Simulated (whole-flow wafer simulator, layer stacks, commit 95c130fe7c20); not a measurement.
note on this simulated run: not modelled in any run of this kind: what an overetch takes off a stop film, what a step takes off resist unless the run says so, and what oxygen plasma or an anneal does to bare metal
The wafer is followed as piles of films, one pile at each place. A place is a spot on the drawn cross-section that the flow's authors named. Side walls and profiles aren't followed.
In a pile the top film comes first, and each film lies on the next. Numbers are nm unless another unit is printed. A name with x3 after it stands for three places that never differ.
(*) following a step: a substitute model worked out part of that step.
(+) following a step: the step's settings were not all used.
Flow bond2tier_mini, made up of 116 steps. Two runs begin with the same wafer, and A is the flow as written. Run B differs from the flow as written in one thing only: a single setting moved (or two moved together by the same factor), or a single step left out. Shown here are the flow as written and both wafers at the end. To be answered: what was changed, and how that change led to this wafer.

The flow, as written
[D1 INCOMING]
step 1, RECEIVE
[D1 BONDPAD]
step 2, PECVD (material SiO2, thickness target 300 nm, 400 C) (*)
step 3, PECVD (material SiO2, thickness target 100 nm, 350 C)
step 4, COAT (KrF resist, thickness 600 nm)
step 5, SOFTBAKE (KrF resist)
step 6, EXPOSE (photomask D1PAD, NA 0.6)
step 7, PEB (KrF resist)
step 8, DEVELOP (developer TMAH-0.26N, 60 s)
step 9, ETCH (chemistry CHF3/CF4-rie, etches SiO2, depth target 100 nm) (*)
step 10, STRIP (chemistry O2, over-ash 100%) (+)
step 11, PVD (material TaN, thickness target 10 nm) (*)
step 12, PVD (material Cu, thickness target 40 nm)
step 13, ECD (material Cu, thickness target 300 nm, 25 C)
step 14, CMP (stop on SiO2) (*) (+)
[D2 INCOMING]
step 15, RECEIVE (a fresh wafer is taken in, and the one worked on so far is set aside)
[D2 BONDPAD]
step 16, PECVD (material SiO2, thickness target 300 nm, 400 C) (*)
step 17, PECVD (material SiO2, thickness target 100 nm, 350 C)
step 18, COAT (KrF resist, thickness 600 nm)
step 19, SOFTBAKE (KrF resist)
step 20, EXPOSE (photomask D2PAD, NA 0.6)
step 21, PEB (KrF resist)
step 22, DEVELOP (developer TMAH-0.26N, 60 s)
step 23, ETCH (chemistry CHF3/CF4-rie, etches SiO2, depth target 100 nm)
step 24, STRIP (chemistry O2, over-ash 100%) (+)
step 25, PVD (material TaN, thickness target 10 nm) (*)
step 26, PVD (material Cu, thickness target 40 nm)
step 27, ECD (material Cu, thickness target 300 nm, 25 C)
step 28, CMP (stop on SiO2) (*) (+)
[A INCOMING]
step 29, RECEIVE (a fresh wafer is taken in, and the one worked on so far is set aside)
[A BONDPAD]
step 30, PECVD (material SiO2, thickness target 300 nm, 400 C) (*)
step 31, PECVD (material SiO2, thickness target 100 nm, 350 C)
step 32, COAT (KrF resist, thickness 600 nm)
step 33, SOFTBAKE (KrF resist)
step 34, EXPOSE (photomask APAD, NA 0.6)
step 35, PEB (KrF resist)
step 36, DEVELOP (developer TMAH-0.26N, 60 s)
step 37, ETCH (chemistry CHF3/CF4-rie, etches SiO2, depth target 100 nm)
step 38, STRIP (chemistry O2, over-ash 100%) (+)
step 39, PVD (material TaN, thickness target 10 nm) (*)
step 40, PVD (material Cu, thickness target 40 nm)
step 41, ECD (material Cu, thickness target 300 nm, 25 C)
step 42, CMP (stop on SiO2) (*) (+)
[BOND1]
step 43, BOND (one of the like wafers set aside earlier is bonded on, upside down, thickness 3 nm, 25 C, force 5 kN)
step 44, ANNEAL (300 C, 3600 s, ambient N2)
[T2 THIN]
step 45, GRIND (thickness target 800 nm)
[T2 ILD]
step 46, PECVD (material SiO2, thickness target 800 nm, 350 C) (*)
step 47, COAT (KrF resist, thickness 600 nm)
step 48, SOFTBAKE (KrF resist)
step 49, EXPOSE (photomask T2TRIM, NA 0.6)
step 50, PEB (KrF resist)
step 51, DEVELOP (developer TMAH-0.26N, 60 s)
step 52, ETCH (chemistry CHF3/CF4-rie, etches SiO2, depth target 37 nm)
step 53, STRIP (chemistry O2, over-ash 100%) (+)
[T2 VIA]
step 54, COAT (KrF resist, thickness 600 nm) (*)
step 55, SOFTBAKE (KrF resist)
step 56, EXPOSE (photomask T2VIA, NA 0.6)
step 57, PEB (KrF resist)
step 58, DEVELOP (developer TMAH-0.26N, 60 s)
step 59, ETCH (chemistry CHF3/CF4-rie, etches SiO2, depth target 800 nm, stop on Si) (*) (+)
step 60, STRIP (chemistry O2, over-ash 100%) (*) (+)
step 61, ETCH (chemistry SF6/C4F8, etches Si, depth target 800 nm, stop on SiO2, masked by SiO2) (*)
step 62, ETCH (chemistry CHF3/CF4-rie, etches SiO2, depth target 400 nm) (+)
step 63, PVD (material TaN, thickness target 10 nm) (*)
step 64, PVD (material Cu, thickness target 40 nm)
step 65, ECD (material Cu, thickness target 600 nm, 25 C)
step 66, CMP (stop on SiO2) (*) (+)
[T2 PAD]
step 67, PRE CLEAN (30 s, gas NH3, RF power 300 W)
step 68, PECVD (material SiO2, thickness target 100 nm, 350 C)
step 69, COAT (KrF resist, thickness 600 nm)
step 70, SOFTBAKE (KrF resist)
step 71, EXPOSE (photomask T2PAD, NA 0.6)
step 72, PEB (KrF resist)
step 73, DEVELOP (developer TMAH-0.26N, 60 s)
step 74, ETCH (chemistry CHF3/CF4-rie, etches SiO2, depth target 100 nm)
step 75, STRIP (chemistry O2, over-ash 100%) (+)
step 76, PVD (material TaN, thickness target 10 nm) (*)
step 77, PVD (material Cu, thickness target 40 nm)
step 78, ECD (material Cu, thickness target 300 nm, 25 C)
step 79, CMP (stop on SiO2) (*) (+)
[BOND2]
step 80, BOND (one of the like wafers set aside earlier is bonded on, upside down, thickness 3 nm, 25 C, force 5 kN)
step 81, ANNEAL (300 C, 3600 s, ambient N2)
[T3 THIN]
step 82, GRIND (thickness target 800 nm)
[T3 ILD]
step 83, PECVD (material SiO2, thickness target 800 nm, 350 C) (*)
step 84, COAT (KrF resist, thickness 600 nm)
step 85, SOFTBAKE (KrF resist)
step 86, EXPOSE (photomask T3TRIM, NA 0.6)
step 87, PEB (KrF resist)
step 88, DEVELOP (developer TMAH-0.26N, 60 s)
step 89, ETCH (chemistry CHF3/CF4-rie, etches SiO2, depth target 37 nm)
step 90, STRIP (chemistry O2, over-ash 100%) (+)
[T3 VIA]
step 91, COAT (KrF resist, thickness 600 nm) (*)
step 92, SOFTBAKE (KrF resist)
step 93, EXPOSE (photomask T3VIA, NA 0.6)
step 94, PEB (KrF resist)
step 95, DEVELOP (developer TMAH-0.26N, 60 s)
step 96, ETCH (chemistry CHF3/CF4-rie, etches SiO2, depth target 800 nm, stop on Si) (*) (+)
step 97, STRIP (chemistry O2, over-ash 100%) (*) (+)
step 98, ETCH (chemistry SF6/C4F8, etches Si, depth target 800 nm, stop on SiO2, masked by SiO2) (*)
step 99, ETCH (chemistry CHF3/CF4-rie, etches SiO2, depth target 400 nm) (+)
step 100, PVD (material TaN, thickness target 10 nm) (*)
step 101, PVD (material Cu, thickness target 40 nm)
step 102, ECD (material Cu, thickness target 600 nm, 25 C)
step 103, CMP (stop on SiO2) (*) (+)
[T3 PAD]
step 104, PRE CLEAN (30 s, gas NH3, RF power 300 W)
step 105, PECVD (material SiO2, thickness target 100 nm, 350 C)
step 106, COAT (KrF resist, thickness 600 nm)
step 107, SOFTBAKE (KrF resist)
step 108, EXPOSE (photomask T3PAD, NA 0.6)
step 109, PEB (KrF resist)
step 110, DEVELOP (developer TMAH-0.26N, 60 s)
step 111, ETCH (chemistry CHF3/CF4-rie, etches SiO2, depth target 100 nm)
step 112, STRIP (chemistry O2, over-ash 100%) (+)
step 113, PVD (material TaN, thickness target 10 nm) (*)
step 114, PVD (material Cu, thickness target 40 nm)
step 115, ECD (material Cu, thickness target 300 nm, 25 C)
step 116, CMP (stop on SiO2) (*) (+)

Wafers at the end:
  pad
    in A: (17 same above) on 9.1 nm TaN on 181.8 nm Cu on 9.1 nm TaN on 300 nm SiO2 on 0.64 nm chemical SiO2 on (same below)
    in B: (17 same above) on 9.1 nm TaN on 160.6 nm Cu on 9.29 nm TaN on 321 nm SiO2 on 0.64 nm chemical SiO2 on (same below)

What caused this: step 37, ETCH: depth target 79 nm was run, whereas the flow has depth target 100 nm.

The path from the change to this, step by step:
  step 37, ETCH (chemistry CHF3/CF4-rie, etches SiO2, depth target 100 nm)
      pad, via: A SiO2 loses 100 | B SiO2 loses 79
      field: A KrF resist loses 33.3 | B KrF resist loses 26.3
  step 41, ECD (material Cu, thickness target 300 nm, 25 C)
      pad: A Cu gains 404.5 | B Cu gains 382.6
      via: A Cu gains 400.2 | B Cu gains 379.1
